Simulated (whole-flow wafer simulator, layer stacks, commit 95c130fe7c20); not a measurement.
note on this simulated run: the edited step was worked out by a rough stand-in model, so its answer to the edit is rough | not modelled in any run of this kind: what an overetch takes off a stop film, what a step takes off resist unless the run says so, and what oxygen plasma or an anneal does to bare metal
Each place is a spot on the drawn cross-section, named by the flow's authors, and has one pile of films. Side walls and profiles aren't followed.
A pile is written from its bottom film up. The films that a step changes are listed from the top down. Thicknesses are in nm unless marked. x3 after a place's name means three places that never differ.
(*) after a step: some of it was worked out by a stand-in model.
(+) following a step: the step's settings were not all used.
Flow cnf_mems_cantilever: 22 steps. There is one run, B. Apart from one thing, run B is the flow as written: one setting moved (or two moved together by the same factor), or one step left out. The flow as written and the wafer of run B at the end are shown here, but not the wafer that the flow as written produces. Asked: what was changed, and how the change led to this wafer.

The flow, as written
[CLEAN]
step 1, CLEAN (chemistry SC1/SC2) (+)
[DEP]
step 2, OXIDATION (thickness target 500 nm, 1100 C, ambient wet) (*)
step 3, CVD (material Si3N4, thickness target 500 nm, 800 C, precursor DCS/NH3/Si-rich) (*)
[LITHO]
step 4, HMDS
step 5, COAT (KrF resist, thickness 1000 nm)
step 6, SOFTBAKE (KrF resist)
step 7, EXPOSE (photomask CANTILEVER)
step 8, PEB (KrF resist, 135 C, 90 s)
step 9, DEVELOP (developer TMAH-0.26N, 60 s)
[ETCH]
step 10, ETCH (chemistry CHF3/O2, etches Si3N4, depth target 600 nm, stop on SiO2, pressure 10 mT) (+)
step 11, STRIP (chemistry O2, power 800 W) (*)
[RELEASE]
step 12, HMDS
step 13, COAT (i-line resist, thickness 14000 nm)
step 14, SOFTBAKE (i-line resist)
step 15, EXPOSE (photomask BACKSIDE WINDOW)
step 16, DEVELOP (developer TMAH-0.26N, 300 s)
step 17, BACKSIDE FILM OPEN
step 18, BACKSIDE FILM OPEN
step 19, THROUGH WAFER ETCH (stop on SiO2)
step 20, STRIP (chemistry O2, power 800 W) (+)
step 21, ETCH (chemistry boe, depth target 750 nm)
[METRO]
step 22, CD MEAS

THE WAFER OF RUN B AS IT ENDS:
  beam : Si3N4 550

The reason: step 3, CVD: thickness target 550 nm was run, though the flow has thickness target 500 nm.
The wafer itself shows it: beam has Si3N4 550, and step 3 as written asks for 500 nm.

How this came from the change, step by step:
  step 3, CVD (material Si3N4, thickness target 500 nm, 800 C, precursor DCS/NH3/Si-rich) (*)
      field, beam: Si3N4 gains 550 (new film) (as written it would have been: Si3N4 gains 500 (new film))
  step 10, ETCH (chemistry CHF3/O2, etches Si3N4, depth target 600 nm, stop on SiO2, pressure 10 mT) (+)
      field: Si3N4 loses 550 (all of it) (as written it would have been: Si3N4 loses 500 (all of it))
